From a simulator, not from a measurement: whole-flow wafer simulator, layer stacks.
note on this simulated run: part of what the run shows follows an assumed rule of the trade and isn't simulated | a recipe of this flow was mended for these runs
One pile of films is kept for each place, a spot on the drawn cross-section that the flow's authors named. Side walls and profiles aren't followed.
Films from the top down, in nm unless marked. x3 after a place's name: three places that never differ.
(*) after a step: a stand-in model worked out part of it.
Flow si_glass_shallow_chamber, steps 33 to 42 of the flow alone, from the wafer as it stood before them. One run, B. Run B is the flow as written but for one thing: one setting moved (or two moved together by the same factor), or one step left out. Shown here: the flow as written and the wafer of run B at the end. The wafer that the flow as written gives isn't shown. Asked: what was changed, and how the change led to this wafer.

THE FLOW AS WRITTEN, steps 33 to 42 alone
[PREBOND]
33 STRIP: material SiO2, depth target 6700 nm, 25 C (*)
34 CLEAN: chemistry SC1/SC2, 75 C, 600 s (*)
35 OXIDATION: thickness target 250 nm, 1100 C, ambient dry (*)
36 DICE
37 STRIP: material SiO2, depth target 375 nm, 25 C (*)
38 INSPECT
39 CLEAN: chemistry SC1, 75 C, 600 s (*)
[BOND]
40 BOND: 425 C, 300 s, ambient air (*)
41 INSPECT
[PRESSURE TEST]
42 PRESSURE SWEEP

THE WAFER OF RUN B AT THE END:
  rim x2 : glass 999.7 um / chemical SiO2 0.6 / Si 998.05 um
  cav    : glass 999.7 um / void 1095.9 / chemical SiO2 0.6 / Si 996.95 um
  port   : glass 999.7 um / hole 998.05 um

The cause: step 35, OXIDATION: thickness target 287.5 nm was run, where the flow has thickness target 250 nm.

How the change led to this, step by step:
  35 OXIDATION: thickness target 250 nm, 1100 C, ambient dry (*)
      rim x2, cav, septum, ring: SiO2 +287.5 (new film), chemical SiO2 -0.6 (all of it), Si -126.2 (as written it would be: SiO2 +250 (new film), chemical SiO2 -0.6 (all of it), Si -109.7)
  37 STRIP: material SiO2, depth target 375 nm, 25 C (*)
      rim x2, cav, septum, ring: SiO2 -287.5 (all of it) (as written it would be: SiO2 -250 (all of it))
